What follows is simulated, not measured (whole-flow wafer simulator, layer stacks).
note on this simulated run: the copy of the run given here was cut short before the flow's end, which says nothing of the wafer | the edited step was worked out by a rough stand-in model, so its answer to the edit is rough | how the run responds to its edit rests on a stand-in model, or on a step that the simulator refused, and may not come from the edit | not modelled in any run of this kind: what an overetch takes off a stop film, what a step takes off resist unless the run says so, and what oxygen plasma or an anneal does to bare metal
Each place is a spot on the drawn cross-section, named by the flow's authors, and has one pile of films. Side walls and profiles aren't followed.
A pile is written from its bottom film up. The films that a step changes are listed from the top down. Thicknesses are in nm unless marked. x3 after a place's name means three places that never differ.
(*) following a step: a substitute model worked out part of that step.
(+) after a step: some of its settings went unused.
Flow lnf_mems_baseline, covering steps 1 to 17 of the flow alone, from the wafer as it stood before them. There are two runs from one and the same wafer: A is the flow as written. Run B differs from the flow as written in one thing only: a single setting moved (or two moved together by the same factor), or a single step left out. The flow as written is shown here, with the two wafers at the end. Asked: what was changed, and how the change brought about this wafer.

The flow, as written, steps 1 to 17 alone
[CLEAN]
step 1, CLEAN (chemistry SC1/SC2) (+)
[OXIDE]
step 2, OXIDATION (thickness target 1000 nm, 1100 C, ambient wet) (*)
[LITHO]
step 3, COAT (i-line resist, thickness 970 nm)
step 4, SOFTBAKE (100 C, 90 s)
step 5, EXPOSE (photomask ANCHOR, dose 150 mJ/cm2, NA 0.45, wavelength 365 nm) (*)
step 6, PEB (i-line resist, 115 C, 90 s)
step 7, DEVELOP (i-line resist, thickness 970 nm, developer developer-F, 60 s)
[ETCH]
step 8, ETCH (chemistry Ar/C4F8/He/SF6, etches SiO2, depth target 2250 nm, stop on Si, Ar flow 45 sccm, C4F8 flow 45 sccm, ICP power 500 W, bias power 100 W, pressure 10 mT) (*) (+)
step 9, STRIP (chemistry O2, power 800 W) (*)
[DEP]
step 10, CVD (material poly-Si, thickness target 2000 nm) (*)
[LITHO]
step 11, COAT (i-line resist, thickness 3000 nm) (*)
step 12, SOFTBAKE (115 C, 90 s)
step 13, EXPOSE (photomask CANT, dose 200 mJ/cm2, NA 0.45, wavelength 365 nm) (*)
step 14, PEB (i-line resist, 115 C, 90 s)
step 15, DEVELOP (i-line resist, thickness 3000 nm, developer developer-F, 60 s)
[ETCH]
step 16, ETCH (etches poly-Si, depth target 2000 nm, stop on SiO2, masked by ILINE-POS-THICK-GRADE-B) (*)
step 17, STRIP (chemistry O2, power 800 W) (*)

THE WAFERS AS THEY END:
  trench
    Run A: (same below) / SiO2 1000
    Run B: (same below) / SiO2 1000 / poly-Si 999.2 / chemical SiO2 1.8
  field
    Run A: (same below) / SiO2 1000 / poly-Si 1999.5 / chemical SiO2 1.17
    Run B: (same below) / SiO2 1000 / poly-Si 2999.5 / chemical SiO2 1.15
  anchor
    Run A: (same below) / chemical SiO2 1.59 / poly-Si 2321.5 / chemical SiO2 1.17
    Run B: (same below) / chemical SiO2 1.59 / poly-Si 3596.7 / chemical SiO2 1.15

The reason: step 10, CVD: thickness target 3000 nm was run, whereas the flow has thickness target 2000 nm.

How this came from the change, step by step:
  step 10, CVD (material poly-Si, thickness target 2000 nm) (*)
      field, beam, trench, char_slit: A +2000 poly-Si (new film) | B +3000 poly-Si (new film)
      anchor: A +2322 poly-Si (new film) | B +3597.2 poly-Si (new film)
  step 11, COAT (i-line resist, thickness 3000 nm) (*)
      anchor: A +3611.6 i-line resist (new film) | B +3352.4 i-line resist (new film)
  step 12, SOFTBAKE (115 C, 90 s)
      field: A -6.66 i-line resist | B -5.19 i-line resist
      anchor: A +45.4 i-line resist | B +34 i-line resist
      (and at 2 other places as well)
  step 14, PEB (i-line resist, 115 C, 90 s)
      anchor: A -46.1 i-line resist | B -41.3 i-line resist
  step 16, ETCH (etches poly-Si, depth target 2000 nm, stop on SiO2, masked by ILINE-POS-THICK-GRADE-B) (*)
      trench, char_slit: A -2000 poly-Si (all of it) | B -2000 poly-Si
  step 17, STRIP (chemistry O2, power 800 W) (*)
      trench, char_slit: A nothing | B +1.8 chemical SiO2 (new film), -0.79 poly-Si
      anchor: A +1.17 chemical SiO2 (new film), -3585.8 i-line resist (all of it), -0.52 poly-Si | B +1.15 chemical SiO2 (new film), -3320 i-line resist (all of it), -0.51 poly-Si
